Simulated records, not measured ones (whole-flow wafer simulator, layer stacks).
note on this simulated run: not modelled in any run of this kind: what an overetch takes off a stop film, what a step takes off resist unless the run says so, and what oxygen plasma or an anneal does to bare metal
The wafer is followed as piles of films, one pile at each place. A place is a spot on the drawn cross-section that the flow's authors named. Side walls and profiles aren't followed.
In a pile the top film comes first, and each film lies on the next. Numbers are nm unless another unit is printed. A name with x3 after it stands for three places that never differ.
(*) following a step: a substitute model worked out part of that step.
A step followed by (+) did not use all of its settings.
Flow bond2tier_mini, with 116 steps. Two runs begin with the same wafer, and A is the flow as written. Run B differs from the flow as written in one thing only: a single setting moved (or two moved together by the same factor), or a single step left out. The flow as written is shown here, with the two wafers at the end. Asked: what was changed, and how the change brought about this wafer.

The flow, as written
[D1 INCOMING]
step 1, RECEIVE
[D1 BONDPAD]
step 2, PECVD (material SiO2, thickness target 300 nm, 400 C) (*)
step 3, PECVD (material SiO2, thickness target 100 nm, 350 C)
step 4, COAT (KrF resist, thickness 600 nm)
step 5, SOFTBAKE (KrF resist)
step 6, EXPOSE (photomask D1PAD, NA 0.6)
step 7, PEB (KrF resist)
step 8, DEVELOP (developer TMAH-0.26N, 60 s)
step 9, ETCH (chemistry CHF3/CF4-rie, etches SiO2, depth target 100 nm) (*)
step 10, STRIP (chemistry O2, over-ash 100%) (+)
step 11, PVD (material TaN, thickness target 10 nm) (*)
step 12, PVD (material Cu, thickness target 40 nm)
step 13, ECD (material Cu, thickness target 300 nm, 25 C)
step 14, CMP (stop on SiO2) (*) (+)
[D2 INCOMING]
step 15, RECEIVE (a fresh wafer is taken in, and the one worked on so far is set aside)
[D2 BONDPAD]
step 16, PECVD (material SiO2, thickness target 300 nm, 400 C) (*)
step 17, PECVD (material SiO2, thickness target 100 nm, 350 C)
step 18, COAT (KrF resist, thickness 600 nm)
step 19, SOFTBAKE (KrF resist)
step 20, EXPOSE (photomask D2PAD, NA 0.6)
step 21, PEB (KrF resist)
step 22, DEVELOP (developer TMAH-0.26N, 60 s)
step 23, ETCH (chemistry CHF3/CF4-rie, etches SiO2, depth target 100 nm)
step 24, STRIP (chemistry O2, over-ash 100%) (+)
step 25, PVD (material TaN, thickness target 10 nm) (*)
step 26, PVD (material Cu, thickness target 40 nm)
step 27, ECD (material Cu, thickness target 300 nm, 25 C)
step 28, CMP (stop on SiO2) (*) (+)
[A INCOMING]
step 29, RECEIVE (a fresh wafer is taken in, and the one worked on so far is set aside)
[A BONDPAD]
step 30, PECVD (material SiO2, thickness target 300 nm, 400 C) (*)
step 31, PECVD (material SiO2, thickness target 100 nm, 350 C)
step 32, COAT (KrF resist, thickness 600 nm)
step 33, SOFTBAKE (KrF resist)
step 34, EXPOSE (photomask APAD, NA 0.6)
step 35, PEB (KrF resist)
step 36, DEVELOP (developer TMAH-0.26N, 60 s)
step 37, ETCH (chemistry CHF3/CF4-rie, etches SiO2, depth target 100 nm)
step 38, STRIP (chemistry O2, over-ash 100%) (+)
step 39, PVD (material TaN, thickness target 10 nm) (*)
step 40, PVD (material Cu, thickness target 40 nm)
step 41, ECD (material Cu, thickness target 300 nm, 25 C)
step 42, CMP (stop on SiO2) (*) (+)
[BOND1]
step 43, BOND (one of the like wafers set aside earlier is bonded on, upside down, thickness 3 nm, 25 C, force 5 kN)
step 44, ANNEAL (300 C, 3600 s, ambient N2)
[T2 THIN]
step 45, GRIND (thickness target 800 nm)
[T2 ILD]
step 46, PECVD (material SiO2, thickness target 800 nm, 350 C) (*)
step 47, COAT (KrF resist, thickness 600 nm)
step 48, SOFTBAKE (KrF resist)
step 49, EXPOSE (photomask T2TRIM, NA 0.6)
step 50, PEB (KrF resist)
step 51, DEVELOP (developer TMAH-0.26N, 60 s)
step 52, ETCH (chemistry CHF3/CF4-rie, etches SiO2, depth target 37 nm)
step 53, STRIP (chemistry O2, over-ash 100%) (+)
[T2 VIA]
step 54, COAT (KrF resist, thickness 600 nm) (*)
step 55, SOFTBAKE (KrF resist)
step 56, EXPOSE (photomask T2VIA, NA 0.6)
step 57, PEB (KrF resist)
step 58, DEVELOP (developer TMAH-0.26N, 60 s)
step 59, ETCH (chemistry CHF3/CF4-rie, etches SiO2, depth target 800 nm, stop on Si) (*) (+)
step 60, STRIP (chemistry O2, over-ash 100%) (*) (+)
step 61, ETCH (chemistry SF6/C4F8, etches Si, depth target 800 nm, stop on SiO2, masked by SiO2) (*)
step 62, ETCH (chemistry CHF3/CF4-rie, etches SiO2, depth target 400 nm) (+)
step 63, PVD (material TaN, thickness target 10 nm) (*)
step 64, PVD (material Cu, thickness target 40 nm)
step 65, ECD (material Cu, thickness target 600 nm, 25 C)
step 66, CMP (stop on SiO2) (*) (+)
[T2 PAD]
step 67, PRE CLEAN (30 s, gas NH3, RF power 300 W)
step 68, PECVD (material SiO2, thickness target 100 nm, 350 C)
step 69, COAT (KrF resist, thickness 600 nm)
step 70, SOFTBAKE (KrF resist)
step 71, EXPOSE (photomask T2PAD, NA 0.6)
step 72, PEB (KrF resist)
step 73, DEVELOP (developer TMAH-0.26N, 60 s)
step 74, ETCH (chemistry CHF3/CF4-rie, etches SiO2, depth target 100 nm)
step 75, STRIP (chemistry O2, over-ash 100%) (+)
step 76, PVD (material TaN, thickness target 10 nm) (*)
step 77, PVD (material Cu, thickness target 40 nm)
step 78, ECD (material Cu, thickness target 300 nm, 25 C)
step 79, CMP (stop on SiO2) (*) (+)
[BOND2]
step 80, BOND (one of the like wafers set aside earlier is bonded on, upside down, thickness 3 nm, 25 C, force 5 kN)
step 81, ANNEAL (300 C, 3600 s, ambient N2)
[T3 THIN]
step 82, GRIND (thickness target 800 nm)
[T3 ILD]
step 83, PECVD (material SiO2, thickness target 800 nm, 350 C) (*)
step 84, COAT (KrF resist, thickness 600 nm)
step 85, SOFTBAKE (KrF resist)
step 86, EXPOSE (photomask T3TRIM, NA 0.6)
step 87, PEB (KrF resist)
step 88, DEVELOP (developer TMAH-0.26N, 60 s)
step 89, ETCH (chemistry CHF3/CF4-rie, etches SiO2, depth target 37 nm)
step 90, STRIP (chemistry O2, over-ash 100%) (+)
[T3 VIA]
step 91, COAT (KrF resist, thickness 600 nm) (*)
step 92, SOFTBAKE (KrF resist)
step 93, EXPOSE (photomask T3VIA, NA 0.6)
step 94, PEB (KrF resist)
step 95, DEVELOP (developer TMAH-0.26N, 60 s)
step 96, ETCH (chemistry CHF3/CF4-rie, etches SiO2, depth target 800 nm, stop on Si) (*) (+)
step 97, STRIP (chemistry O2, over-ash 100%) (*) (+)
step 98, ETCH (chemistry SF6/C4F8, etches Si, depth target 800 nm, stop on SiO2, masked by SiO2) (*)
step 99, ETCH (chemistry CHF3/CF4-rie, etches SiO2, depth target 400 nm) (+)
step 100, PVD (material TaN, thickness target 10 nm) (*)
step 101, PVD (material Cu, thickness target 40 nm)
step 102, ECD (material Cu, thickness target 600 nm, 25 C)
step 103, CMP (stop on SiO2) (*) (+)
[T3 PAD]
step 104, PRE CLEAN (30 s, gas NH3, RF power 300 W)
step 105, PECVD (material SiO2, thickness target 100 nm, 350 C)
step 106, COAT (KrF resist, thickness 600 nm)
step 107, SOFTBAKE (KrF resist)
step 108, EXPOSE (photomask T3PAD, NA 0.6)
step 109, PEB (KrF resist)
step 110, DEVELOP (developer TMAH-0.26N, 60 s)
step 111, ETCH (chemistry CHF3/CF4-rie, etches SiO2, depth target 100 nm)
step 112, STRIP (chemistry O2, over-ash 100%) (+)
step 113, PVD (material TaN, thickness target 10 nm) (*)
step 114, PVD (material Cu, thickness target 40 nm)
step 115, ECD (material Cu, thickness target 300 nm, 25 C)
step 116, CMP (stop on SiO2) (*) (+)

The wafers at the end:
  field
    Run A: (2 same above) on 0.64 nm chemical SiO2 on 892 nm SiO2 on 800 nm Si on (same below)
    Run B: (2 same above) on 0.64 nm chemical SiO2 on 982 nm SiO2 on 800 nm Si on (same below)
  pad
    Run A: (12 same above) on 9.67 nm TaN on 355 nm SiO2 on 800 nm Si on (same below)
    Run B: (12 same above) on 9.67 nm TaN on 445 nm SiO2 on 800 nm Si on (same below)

What caused this: step 62, ETCH: depth target 310 nm was run, while the flow as written has depth target 400 nm.

The path from the change to this, step by step:
  step 62, ETCH (chemistry CHF3/CF4-rie, etches SiO2, depth target 400 nm) (+)
      field, pad: A SiO2 loses 400 | B SiO2 loses 310
